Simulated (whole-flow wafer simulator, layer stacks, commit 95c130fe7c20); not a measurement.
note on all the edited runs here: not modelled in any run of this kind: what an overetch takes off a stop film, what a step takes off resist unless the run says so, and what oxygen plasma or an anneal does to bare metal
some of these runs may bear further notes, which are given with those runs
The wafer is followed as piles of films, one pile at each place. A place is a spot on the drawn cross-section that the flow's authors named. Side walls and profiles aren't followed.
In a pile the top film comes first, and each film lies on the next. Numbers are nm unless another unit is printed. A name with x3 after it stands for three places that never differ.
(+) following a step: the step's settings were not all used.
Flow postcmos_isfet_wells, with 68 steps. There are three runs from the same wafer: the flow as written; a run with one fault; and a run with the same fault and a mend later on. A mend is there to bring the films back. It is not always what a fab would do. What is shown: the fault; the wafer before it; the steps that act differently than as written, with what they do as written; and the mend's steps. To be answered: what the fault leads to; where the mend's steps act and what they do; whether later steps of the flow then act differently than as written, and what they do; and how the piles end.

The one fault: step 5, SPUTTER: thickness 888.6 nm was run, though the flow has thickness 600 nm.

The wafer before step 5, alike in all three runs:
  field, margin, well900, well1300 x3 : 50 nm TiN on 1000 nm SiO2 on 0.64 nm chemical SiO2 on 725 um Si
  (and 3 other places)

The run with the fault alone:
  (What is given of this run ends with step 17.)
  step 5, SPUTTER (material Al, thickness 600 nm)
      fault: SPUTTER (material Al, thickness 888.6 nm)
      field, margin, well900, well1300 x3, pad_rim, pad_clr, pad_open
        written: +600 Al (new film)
        fault: +888.6 Al (new film)
  Steps later in the flow that act otherwise than as written:
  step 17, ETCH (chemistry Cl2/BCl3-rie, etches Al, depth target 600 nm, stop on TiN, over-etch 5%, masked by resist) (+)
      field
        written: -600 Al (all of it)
        fault: -600 Al
  The piles after step 17 differ from the flow's at field, margin, well900, well1300 x3, pad_rim, pad_clr, pad_open by more than 2% or 0.5 nm, whichever is larger.
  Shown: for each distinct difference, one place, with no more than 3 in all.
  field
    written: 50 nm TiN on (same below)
    fault: 288.6 nm Al on 50 nm TiN on (same below)
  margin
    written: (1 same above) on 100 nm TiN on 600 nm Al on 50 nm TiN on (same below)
    fault: (1 same above) on 100 nm TiN on 888.6 nm Al on 50 nm TiN on (same below)

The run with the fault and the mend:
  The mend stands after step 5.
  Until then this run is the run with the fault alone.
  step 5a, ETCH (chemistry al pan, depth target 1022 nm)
      field, margin, well900, well1300 x3, pad_rim, pad_clr, pad_open
        -888.6 Al (all of it)
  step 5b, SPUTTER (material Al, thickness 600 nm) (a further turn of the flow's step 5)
      field, margin, well900, well1300 x3, pad_rim, pad_clr, pad_open
        +600 Al (new film)
  Every later step of the flow that is run acts as written at every place that is followed.
  The piles end the same as the flow's at every place that both follow.
